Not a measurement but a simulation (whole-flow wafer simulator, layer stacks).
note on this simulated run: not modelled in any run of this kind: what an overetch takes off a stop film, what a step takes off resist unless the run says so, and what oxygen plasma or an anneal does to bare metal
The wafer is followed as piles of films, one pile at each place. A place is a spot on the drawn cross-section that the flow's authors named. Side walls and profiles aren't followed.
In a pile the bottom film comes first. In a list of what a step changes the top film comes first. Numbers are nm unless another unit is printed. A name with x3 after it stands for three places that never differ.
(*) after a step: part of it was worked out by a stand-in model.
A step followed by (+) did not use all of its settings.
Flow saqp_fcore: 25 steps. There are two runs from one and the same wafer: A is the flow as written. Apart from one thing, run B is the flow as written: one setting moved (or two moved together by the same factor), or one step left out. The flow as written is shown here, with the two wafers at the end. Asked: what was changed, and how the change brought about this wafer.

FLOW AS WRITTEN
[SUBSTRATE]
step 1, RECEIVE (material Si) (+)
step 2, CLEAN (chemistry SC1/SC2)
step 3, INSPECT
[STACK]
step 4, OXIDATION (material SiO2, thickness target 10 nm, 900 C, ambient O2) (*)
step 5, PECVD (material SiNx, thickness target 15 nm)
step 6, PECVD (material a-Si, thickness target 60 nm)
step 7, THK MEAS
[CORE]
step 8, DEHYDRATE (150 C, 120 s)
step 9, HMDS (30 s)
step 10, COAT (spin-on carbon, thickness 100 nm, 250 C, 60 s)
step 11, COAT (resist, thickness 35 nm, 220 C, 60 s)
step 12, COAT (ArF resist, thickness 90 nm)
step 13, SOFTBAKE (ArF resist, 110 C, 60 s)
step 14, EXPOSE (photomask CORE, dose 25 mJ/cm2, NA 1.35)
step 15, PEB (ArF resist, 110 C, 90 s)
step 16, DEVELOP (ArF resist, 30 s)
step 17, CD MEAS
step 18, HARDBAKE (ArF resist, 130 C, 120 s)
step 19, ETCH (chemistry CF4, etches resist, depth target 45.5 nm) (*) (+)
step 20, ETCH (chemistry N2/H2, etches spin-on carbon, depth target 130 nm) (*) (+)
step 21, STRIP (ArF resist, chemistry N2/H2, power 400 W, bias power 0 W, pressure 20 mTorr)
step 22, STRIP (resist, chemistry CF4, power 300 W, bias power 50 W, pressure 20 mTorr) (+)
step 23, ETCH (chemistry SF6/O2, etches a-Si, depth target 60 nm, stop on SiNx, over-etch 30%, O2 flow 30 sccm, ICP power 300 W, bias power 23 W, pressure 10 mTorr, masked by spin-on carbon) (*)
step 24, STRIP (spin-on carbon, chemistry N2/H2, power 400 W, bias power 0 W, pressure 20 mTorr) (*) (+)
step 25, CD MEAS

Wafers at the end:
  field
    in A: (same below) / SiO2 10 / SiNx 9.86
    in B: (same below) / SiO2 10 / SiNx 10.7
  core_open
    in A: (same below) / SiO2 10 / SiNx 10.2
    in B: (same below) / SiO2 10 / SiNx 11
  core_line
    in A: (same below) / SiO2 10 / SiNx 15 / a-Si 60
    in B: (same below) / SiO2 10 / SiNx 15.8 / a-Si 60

What caused this: step 5, PECVD: thickness target 15.8 nm was run, while the flow as written has thickness target 15 nm.
The wafer itself shows it: core_line has SiNx 15.8, and step 5 as written asks for 15 nm.

How this came from the change, step by step:
  step 5, PECVD (material SiNx, thickness target 15 nm)
      field, core_open, core_line: A +15 SiNx (new film) | B +15.8 SiNx (new film)
